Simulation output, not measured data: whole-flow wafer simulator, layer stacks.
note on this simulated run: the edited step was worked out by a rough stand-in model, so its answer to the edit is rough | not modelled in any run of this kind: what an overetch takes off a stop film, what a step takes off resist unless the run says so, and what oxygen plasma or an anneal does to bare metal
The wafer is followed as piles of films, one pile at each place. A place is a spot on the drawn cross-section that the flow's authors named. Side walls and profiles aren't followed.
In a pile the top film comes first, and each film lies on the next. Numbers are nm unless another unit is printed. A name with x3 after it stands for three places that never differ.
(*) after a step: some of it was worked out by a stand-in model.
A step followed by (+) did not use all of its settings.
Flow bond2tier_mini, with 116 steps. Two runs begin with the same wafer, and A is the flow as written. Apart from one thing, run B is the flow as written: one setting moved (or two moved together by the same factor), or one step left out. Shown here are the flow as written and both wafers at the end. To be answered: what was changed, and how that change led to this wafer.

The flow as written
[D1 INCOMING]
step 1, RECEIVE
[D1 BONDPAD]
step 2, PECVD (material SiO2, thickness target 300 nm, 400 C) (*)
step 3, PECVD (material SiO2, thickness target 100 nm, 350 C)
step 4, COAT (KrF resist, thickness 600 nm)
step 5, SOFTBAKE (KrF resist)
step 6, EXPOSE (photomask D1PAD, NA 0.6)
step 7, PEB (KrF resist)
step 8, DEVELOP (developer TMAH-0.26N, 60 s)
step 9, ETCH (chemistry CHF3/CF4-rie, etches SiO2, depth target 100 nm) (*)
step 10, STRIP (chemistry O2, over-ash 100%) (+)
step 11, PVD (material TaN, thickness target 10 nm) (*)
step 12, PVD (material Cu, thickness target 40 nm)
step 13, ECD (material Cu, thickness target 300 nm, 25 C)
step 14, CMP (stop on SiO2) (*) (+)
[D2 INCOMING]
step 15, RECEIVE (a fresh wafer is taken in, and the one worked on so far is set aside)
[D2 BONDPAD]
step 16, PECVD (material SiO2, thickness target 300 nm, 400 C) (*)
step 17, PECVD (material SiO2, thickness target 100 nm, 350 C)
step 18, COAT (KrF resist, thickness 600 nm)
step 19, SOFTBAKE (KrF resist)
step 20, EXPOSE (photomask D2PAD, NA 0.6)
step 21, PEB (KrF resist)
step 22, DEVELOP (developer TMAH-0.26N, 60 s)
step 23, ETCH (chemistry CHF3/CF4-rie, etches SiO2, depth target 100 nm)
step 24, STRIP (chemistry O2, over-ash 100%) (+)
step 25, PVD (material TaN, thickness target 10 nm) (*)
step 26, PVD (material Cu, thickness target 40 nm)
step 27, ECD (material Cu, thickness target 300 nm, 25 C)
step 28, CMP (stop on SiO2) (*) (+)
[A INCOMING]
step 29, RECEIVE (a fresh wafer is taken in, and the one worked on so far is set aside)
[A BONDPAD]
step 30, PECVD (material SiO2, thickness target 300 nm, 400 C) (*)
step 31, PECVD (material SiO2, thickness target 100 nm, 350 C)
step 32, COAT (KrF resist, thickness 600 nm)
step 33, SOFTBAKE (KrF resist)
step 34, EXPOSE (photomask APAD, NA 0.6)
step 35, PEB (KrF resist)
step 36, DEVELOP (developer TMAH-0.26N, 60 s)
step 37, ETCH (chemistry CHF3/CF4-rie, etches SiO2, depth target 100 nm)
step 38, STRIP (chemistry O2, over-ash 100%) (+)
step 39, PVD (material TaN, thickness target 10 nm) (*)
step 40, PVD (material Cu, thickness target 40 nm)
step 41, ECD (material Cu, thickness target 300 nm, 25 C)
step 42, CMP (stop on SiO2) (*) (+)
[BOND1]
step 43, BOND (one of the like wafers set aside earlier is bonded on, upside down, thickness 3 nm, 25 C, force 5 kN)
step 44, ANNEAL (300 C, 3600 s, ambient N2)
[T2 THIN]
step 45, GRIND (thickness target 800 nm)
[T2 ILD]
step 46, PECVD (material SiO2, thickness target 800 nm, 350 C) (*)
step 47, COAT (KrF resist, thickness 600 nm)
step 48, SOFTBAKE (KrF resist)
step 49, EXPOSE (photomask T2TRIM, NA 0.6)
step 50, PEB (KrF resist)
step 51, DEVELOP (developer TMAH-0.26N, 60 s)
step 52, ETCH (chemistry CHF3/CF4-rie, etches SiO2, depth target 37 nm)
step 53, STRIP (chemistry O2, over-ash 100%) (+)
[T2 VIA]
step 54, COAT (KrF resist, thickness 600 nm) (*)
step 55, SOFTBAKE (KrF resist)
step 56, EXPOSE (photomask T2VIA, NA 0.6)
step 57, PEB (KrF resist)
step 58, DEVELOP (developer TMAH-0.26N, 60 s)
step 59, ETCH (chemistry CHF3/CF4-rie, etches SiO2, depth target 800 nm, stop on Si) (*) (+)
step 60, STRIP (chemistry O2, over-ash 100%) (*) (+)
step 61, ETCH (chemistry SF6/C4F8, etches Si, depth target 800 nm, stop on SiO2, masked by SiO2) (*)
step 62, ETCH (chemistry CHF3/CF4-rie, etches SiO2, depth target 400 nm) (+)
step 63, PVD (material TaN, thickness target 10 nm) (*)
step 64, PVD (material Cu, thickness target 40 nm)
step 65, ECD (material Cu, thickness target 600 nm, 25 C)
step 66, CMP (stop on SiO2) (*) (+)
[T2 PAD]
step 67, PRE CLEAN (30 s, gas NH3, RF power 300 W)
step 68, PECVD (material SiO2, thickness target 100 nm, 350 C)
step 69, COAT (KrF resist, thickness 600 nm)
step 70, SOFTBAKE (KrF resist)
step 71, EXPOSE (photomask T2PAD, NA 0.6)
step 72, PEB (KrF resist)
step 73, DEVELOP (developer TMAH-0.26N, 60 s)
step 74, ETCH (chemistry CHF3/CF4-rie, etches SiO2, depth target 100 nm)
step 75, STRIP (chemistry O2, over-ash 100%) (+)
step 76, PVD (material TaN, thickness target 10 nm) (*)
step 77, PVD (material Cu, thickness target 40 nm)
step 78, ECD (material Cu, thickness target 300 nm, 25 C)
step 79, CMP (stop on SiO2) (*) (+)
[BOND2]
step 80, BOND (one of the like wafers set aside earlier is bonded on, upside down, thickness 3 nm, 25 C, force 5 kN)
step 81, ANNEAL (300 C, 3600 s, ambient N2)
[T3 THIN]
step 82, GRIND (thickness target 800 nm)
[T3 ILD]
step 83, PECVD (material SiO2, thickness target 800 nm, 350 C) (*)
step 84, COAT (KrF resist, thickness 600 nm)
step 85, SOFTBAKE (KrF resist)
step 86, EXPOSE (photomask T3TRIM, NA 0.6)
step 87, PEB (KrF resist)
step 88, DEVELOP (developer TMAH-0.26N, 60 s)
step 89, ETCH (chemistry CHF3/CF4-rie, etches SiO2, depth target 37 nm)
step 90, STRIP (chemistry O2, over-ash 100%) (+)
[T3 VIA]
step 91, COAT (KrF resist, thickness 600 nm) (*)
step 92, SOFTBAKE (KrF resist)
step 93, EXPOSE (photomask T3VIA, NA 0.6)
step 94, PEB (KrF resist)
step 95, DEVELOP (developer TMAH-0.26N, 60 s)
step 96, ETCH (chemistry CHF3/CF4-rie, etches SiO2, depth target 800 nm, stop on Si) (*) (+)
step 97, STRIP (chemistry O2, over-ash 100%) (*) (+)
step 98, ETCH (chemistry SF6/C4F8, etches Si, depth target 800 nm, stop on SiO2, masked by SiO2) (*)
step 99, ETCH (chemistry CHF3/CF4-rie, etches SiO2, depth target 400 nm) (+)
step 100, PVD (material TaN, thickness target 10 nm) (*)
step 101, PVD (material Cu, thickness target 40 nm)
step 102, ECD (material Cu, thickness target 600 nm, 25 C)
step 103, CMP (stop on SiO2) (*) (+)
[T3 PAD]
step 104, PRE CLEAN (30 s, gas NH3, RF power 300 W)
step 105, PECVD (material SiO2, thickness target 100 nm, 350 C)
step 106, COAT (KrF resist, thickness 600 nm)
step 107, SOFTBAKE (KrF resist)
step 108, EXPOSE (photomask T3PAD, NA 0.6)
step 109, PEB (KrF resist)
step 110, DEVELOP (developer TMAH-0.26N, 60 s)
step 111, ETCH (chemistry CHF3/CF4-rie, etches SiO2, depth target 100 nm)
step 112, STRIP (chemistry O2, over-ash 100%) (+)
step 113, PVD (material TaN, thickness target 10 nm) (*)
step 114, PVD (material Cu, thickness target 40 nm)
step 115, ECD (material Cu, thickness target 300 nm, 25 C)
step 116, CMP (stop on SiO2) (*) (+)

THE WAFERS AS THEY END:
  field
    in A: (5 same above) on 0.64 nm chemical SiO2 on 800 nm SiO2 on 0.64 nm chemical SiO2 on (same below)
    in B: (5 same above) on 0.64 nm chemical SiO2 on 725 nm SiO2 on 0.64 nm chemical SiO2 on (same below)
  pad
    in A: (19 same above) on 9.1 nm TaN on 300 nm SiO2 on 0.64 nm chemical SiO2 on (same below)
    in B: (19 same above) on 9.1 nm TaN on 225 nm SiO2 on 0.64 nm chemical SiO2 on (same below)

What caused this: step 30, PECVD: thickness target 225 nm was run, whereas the flow has thickness target 300 nm.
The wafer itself shows it: pad has SiO2 225, and step 30 as written asks for 300 nm.

How this came from the change, step by step:
  step 30, PECVD (material SiO2, thickness target 300 nm, 400 C) (*)
      field, pad, via: A SiO2 gains 300 (new film) | B SiO2 gains 225 (new film)
